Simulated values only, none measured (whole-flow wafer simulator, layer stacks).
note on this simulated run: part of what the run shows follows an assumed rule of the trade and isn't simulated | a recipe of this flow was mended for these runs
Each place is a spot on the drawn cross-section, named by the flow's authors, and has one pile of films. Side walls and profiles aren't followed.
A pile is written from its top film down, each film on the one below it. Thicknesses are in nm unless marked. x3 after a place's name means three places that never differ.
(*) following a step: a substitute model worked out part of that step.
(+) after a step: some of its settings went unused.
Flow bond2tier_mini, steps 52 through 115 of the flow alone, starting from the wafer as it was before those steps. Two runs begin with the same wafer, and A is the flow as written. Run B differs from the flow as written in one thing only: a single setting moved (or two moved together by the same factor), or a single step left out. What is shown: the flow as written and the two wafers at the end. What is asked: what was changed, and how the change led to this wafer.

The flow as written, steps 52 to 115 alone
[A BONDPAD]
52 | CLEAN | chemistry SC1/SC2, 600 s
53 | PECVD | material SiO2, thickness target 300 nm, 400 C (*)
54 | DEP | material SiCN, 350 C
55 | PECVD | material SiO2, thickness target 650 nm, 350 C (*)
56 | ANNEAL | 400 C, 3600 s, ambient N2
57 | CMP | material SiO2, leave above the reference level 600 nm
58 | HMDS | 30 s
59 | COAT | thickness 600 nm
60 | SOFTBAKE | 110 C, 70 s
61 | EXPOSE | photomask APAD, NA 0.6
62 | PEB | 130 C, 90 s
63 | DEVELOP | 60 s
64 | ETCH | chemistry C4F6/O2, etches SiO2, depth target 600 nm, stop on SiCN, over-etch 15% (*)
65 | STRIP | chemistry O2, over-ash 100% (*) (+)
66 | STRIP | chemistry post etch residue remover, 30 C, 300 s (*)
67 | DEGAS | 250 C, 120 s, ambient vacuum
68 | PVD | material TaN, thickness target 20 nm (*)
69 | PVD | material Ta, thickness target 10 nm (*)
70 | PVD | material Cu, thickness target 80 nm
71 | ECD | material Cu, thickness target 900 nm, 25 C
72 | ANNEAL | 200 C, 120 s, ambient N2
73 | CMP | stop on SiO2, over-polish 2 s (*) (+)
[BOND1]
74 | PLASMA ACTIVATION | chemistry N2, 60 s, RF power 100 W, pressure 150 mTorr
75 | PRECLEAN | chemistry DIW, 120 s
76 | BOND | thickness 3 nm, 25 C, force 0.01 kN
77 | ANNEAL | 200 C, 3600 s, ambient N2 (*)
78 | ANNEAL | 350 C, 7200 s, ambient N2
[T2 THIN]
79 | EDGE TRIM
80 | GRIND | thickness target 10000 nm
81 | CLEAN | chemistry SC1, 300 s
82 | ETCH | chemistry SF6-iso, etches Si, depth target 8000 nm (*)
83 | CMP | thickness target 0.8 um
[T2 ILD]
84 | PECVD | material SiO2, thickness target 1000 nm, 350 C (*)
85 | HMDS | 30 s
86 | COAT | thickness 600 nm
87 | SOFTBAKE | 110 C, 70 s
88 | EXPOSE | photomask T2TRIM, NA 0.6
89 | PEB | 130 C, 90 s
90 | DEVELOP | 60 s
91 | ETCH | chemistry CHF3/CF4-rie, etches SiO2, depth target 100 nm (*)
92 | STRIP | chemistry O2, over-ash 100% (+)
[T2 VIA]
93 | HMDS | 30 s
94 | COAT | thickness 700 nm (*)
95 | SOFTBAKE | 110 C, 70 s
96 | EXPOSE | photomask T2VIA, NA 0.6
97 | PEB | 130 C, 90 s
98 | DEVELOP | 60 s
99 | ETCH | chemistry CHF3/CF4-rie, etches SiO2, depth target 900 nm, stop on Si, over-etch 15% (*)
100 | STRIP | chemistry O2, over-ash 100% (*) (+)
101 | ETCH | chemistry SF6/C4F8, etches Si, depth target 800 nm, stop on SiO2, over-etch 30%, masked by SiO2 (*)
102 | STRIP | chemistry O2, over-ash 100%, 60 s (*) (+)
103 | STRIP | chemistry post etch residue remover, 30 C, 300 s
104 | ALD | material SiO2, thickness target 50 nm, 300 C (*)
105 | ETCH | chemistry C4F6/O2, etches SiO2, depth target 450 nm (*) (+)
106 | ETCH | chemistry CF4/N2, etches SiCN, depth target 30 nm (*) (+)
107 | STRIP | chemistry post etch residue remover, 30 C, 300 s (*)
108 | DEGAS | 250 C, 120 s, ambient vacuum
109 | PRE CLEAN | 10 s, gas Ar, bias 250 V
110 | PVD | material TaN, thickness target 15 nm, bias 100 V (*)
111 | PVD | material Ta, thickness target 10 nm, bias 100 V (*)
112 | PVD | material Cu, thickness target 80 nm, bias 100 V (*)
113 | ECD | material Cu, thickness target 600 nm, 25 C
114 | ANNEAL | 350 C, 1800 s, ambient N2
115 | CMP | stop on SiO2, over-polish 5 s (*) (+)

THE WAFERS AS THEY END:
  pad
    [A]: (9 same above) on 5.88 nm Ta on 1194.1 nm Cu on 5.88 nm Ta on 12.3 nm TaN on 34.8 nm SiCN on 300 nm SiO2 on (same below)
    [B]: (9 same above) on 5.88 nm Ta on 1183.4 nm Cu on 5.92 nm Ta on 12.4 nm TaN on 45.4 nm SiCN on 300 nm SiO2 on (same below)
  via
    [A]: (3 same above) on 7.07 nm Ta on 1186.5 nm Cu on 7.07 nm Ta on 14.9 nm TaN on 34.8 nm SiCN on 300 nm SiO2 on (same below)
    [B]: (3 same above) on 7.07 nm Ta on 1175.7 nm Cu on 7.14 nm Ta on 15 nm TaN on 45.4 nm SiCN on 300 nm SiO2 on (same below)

What caused this: step 64, ETCH: depth target 545.6 nm was run, whereas the flow has depth target 600 nm.

The path from the change to this, step by step:
  64 | ETCH | chemistry C4F6/O2, etches SiO2, depth target 600 nm, stop on SiCN, over-etch 15% (*)
      pad, via: A -600 SiO2 (all of it), -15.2 SiCN | B -600 SiO2 (all of it), -4.63 SiCN
      field: A -115 thick-KrF-resist | B -104.6 thick-KrF-resist
  65 | STRIP | chemistry O2, over-ash 100% (*) (+)
      field: A -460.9 thick-KrF-resist (all of it) | B -471.4 thick-KrF-resist (all of it)
